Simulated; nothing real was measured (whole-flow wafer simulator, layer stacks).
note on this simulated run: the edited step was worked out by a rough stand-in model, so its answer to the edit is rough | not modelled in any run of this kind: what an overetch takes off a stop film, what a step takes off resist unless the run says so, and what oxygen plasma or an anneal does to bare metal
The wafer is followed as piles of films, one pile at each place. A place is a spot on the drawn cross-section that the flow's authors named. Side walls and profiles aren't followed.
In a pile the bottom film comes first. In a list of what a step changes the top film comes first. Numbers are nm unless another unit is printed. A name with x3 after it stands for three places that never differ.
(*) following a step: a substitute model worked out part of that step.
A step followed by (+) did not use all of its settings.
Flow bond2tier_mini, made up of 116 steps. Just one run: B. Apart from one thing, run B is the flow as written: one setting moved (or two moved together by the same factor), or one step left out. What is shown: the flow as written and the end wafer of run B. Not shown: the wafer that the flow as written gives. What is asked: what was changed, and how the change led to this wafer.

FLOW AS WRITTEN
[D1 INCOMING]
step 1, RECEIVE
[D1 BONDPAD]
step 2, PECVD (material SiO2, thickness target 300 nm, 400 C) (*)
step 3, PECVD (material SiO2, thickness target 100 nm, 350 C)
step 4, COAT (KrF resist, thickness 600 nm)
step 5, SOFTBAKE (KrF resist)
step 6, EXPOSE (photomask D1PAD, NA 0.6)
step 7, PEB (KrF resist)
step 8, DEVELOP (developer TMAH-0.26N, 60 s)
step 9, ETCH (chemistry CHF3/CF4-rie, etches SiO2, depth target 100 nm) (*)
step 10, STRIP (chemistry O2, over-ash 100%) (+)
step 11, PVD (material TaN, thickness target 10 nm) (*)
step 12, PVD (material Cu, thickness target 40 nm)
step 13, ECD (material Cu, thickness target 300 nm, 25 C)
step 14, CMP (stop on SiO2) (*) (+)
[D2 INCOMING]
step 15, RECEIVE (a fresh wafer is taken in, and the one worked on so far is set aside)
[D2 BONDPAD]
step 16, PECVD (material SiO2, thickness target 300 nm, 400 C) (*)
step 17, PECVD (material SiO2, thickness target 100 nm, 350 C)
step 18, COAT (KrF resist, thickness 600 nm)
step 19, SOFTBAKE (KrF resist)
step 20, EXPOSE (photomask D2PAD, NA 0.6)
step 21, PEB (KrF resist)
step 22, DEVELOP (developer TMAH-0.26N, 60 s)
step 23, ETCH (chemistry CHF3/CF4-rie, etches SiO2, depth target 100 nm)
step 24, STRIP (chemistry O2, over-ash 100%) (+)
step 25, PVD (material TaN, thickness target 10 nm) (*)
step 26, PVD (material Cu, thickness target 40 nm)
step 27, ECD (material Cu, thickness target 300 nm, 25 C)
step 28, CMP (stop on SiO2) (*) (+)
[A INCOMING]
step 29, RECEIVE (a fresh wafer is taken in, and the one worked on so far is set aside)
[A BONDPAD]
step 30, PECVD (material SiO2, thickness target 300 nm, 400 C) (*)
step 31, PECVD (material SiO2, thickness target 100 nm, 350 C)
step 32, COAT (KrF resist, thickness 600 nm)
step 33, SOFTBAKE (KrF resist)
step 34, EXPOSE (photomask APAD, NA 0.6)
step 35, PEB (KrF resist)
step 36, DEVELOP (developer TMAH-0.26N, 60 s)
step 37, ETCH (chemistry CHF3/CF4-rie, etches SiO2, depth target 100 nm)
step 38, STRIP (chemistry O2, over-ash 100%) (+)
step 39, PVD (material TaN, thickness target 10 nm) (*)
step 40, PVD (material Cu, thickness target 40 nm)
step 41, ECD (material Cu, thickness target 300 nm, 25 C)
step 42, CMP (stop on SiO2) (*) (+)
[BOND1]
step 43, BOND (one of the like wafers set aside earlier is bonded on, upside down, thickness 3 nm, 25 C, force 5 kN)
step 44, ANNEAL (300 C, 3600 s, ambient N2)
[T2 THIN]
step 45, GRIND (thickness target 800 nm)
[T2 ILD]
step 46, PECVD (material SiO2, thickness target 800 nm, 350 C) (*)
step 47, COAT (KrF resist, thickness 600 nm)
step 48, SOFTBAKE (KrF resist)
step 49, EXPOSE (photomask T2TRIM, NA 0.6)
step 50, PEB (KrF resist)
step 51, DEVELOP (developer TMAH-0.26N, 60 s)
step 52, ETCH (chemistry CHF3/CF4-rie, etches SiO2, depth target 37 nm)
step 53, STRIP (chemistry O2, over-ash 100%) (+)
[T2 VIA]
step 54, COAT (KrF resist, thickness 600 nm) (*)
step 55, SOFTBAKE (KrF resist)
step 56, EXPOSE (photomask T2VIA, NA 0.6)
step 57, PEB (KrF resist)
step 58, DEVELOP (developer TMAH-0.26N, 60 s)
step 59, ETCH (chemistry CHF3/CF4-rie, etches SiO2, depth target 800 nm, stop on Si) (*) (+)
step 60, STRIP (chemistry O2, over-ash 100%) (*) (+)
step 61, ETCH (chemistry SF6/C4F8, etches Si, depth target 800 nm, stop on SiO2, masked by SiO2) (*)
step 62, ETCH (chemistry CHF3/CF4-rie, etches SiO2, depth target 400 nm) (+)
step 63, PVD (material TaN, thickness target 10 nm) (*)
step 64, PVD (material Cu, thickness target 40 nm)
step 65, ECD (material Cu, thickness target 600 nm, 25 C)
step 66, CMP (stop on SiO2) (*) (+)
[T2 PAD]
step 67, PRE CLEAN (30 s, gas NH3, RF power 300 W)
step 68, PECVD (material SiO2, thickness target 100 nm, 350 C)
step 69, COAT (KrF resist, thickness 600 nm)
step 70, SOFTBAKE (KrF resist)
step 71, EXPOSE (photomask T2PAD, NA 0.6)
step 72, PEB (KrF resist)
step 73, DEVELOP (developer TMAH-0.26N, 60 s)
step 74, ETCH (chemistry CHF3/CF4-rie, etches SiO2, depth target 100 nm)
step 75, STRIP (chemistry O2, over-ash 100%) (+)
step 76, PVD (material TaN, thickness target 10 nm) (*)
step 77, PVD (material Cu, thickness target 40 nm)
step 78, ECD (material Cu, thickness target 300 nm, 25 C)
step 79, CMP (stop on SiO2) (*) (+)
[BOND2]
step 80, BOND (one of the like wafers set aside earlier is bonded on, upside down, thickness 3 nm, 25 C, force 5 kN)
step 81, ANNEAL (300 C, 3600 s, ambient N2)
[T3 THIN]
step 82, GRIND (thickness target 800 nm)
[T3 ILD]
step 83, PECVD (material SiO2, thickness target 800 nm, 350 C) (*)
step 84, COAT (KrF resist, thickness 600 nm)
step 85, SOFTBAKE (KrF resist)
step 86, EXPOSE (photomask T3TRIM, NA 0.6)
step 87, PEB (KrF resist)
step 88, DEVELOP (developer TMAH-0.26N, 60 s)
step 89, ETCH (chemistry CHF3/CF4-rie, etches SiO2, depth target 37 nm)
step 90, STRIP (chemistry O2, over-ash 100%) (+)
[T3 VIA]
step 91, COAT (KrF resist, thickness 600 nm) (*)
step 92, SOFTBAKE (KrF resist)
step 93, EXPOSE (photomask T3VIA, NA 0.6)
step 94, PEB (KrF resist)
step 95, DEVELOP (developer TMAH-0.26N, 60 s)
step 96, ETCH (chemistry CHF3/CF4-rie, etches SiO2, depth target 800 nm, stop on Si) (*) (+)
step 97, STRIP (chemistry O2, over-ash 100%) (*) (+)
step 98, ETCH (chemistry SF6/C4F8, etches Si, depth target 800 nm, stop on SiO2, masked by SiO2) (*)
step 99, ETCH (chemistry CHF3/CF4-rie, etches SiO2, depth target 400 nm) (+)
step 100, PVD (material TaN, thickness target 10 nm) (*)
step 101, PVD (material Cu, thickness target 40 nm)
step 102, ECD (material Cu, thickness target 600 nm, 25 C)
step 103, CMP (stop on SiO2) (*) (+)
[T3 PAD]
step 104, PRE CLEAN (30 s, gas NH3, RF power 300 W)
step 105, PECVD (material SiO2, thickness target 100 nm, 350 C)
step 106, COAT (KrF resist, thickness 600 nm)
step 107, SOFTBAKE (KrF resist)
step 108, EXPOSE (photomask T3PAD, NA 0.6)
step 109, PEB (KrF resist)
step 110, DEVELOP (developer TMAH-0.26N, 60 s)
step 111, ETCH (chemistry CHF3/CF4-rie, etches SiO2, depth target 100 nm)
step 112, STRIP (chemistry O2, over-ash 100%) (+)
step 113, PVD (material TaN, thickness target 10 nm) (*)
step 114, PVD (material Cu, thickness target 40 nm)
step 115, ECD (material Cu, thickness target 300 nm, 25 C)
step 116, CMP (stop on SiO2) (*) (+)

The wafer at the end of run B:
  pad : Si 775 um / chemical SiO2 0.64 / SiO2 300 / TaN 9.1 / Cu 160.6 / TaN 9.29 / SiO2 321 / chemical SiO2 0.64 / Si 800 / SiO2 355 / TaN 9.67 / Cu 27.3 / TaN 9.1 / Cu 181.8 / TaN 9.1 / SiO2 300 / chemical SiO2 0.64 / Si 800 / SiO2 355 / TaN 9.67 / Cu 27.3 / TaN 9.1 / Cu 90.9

Cause: step 9, ETCH: depth target 79 nm was run, while the flow as written has depth target 100 nm.

Step by step, how the change led to this:
  step 9, ETCH (chemistry CHF3/CF4-rie, etches SiO2, depth target 100 nm) (*)
      pad, via: SiO2 loses 79 (in the flow as written it would be: SiO2 loses 100)
      field: KrF resist loses 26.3 (in the flow as written it would be: KrF resist loses 33.3)
  step 13, ECD (material Cu, thickness target 300 nm, 25 C)
      pad: Cu gains 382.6 (in the flow as written it would be: Cu gains 404.5)
      via: Cu gains 379.1 (in the flow as written it would be: Cu gains 400.2)
  step 43, BOND (one of the like wafers set aside earlier is bonded on, upside down, thickness 3 nm, 25 C, force 5 kN)
      pad: Si gains 775 um (new film), chemical SiO2 gains 0.64 (new film), SiO2 gains 321 (new film), TaN gains 9.29 (new film), Cu gains 69.7 (in the flow as written it would be: Si gains 775 um (new film), chemical SiO2 gains 0.64 (new film), SiO2 gains 300 (new film), TaN gains 9.1 (new film), Cu gains 90.9)
      via: Si gains 775 um (new film), chemical SiO2 gains 0.64 (new film), SiO2 gains 321 (new film), TaN gains 9.99 (new film), Cu gains 69 (in the flow as written it would be: Si gains 775 um (new film), chemical SiO2 gains 0.64 (new film), SiO2 gains 300 (new film), TaN gains 9.97 (new film), Cu gains 90)
